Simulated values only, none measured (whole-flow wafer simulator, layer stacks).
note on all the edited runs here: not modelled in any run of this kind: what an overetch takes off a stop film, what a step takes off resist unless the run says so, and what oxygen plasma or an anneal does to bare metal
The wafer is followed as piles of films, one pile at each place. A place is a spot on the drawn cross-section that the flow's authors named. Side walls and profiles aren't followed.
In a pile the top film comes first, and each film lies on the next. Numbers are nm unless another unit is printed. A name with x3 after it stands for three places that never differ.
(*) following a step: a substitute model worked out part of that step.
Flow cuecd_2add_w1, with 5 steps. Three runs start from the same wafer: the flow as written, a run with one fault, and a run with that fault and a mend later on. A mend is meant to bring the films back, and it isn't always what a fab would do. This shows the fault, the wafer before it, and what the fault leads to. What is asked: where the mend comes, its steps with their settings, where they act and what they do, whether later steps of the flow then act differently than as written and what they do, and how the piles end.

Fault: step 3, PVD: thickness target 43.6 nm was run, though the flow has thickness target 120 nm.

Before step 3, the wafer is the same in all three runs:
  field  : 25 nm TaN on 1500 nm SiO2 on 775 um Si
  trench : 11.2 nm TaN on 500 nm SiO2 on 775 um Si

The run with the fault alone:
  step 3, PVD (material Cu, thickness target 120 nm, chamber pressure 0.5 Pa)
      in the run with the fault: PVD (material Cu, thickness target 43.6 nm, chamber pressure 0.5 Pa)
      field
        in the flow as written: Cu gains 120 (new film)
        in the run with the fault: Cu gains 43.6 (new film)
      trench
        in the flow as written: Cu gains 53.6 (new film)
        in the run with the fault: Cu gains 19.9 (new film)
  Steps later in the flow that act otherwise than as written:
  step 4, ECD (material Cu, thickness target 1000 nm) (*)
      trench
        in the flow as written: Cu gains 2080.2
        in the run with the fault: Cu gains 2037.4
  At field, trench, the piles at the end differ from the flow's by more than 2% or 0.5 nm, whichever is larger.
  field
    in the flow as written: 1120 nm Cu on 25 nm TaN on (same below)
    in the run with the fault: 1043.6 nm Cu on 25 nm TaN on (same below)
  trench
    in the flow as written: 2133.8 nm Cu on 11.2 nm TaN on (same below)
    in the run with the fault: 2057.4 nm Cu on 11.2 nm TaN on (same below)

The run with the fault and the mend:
  The mend follows step 3.
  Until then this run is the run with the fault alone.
  step 3a, ETCH (chemistry cu recess dil, depth target 50.34 nm)
      field
        Cu loses 43.6 (all of it)
      trench
        Cu loses 19.9 (all of it)
  step 3b, PVD (material Cu, thickness target 120 nm, chamber pressure 0.5 Pa) (a further turn of the flow's step 3)
      field
        Cu gains 120 (new film)
      trench
        Cu gains 53.6 (new film)
  Every later step of the flow that is run acts as written at every place that is followed.
  By the end, the piles equal the flow's at every place that both follow.
